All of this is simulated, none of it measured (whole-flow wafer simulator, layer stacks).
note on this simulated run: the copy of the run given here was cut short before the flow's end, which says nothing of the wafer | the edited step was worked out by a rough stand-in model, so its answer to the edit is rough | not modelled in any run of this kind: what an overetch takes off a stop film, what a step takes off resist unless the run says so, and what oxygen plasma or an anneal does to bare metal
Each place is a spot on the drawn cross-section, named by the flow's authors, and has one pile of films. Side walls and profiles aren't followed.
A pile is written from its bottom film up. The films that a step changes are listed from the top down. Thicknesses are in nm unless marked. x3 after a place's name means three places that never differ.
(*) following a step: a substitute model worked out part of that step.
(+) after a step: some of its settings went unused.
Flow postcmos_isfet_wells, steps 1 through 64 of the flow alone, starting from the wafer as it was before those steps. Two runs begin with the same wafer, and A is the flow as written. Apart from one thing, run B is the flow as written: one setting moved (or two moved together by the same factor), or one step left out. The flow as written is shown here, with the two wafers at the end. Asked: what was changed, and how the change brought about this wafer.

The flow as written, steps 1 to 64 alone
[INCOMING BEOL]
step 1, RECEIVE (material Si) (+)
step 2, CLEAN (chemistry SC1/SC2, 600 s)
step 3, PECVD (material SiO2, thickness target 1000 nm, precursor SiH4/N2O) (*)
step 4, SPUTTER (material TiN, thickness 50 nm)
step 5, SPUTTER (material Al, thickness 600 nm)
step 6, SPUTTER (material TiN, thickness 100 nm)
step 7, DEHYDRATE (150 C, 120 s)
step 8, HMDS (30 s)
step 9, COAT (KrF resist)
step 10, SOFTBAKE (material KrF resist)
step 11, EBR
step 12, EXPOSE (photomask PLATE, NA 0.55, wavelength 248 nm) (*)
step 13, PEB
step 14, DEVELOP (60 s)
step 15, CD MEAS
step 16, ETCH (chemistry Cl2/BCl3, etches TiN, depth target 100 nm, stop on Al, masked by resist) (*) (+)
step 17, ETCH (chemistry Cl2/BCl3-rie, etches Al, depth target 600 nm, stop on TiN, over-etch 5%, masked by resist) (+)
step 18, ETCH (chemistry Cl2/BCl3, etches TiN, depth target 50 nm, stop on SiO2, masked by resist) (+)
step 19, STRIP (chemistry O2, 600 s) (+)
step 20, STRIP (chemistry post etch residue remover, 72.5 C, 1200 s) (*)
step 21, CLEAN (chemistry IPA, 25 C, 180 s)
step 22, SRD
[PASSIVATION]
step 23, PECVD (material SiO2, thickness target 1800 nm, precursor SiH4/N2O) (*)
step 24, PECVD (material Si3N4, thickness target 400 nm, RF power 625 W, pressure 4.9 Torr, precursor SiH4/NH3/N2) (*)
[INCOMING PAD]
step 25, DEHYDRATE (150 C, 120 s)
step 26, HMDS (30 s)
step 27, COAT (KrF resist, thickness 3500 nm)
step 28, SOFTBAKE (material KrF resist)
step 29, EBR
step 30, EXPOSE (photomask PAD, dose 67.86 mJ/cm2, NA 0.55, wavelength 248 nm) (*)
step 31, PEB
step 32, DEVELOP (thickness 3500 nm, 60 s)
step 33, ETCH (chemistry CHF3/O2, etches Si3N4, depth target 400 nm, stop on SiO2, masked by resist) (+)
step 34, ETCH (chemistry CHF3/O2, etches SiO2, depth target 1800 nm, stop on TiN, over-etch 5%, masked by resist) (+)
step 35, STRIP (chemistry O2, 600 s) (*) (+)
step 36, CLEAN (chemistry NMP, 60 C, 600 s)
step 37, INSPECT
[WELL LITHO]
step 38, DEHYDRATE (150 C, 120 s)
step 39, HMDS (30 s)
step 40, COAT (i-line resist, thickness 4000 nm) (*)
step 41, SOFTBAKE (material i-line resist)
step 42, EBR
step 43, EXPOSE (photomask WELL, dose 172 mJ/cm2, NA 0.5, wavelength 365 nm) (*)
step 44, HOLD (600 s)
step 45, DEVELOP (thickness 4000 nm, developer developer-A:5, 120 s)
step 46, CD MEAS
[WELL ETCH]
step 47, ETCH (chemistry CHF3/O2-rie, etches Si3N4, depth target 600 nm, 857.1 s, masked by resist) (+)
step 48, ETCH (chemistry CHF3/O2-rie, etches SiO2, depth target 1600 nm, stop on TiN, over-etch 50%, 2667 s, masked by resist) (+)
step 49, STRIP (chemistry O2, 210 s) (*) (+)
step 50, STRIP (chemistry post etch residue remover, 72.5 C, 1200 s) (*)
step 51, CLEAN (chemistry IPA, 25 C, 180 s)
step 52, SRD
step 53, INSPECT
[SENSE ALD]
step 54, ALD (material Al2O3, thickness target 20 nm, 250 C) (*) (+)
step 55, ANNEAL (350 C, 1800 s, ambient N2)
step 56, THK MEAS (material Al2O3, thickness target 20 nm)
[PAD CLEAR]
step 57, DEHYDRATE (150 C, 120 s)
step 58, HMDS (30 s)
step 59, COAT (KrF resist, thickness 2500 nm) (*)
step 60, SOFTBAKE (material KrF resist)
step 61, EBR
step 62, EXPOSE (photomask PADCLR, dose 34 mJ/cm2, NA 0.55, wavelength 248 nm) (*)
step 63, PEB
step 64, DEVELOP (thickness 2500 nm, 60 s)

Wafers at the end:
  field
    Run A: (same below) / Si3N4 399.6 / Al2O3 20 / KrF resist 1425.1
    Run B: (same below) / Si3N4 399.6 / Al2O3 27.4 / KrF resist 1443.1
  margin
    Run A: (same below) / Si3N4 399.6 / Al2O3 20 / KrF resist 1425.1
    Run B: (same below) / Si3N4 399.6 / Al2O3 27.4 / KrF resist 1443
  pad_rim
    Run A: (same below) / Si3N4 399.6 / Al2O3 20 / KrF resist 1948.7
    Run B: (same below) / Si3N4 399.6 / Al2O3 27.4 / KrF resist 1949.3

What caused this: step 54, ALD: thickness target 27.4 nm was run, whereas the flow has thickness target 20 nm.
One can read it off the wafer: field has Al2O3 27.4, and step 54 as written asks for 20 nm.

Step by step, how the change led to this:
  step 54, ALD (material Al2O3, thickness target 20 nm, 250 C) (*) (+)
      field, margin, well900, well1300 x3, pad_rim, pad_clr, pad_open: A Al2O3 gains 20 (new film) | B Al2O3 gains 27.4 (new film)
